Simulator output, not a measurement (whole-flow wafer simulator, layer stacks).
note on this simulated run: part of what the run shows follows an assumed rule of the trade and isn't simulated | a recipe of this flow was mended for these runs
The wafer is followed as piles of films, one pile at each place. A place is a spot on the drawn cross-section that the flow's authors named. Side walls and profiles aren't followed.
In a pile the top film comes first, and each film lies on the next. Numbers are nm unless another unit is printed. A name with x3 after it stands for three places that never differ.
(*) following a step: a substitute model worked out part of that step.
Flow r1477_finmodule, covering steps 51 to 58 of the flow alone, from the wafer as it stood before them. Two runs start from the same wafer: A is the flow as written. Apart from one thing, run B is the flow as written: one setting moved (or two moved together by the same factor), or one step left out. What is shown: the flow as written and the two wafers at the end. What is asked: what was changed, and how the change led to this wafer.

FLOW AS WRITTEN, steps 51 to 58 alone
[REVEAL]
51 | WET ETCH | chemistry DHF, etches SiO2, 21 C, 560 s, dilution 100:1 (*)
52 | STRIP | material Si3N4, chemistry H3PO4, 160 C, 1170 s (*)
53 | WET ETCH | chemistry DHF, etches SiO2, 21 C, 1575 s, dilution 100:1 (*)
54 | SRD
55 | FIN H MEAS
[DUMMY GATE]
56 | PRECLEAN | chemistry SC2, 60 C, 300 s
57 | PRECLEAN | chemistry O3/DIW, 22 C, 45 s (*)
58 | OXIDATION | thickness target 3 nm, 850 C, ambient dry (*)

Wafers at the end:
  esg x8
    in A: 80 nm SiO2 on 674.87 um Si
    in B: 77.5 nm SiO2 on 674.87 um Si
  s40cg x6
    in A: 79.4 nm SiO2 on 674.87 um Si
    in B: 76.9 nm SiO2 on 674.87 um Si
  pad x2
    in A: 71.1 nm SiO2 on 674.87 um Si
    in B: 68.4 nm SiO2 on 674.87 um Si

Cause: step 51, WET ETCH: 609 s was run, whereas the flow has 560 s.

How this came from the change, step by step:
  51 | WET ETCH | chemistry DHF, etches SiO2, 21 C, 560 s, dilution 100:1 (*)
      esg x8, s40cg x6, s40sg x6: A -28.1 SiO2 | B -30.6 SiO2
      pad x2: A -30.5 SiO2 | B -33.1 SiO2
